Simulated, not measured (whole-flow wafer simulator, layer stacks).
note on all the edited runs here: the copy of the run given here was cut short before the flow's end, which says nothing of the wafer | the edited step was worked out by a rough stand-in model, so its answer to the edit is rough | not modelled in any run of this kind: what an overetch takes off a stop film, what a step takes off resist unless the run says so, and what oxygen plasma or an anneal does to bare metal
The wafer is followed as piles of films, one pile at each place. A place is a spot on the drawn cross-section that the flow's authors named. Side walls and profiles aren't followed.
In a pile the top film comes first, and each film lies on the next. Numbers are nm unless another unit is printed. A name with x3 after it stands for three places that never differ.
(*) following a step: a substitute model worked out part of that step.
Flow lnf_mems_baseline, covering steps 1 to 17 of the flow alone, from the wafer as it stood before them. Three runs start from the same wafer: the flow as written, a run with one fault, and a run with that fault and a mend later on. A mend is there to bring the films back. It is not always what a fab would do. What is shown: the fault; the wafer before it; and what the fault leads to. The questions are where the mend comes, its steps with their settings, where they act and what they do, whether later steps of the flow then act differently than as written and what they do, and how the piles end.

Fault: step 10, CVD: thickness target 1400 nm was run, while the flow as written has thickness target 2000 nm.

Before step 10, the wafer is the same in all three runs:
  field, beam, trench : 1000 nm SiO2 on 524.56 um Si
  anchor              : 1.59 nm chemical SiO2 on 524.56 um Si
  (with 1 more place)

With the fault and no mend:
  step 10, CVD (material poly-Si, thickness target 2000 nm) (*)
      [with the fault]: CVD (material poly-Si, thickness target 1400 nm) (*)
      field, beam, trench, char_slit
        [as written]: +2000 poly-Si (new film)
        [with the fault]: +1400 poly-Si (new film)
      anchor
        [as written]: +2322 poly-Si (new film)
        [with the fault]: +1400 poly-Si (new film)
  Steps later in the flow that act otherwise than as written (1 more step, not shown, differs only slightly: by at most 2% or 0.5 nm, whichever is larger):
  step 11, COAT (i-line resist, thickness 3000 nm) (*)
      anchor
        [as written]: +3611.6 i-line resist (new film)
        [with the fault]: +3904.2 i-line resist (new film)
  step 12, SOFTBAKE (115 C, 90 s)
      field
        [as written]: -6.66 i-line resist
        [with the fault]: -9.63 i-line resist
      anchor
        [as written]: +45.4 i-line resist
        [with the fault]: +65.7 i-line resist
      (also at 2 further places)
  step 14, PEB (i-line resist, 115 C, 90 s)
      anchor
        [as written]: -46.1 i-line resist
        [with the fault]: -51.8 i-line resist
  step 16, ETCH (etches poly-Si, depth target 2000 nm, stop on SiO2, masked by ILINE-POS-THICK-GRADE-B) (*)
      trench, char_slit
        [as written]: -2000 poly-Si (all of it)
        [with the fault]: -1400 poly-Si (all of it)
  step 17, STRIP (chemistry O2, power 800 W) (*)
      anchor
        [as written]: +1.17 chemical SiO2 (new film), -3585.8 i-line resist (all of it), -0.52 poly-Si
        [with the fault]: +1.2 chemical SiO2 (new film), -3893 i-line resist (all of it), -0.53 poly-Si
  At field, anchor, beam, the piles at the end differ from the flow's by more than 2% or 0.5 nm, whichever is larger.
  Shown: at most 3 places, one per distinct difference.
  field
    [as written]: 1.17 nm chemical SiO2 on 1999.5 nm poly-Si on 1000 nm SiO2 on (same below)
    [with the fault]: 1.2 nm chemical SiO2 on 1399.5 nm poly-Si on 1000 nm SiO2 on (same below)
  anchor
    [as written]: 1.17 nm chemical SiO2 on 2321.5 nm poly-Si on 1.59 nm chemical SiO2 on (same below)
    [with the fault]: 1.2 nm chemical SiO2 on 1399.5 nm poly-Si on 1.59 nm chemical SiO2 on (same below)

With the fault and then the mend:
  The mend stands after step 10.
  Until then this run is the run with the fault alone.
  step 10a, CVD (material poly-Si, thickness target 600 nm) (the flow's step 10 again, with other settings)
      field, anchor, beam, trench, char_slit
        +600 poly-Si
  Steps later in the flow that act otherwise than as written (1 more step, not shown, differs only slightly: by at most 2% or 0.5 nm, whichever is larger):
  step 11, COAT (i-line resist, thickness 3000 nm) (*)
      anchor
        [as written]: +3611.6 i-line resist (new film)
        [with the mend]: +3945.1 i-line resist (new film)
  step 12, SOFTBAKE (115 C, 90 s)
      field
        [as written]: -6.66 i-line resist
        [with the mend]: -5.4 i-line resist
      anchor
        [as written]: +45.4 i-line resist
        [with the mend]: +37.7 i-line resist
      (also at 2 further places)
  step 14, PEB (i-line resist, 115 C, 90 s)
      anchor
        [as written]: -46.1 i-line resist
        [with the mend]: -52 i-line resist
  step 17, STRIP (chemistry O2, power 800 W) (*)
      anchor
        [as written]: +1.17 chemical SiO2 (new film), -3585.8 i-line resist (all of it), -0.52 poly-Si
        [with the mend]: +1.2 chemical SiO2 (new film), -3905.7 i-line resist (all of it), -0.53 poly-Si
  At anchor, the piles at the end differ from the flow's by more than 2% or 0.5 nm, whichever is larger.
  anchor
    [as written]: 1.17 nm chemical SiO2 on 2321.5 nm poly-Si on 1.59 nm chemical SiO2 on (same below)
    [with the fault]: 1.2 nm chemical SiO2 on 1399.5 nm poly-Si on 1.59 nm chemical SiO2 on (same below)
    [with the mend]: 1.2 nm chemical SiO2 on 1999.5 nm poly-Si on 1.59 nm chemical SiO2 on (same below)
